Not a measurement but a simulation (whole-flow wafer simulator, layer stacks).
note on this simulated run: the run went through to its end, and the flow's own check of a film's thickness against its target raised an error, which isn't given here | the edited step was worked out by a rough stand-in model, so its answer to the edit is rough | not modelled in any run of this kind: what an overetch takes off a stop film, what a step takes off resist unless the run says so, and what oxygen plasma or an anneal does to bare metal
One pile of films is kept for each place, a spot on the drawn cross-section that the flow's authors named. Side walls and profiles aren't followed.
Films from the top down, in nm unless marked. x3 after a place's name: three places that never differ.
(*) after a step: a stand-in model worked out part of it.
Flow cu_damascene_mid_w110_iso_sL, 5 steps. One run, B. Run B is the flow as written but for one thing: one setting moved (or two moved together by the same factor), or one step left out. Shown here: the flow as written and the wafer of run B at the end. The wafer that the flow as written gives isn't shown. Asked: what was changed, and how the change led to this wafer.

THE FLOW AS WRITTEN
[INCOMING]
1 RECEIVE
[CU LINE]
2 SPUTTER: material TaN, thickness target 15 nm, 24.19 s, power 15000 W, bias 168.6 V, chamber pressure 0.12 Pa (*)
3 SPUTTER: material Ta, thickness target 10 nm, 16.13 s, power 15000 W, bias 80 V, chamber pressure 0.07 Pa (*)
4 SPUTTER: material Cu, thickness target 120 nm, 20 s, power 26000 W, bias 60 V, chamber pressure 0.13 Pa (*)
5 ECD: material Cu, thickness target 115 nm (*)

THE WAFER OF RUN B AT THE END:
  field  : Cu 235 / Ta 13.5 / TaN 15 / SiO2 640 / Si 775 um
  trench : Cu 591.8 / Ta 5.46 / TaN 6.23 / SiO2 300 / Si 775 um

The cause: step 3, SPUTTER: thickness target 13.5 nm was run, where the flow has thickness target 10 nm; step 3, SPUTTER: 21.78 s was run, where the flow has 16.13 s.
It can be read off the wafer: field has Ta 13.5, and step 3 as written asks for 10 nm.

How the change led to this, step by step:
  3 SPUTTER: material Ta, thickness target 10 nm, 16.13 s, power 15000 W, bias 80 V, chamber pressure 0.07 Pa (*)
      field: Ta +13.5 (new film) (as written it would be: Ta +10 (new film))
      trench: Ta +5.46 (new film) (as written it would be: Ta +4.05 (new film))
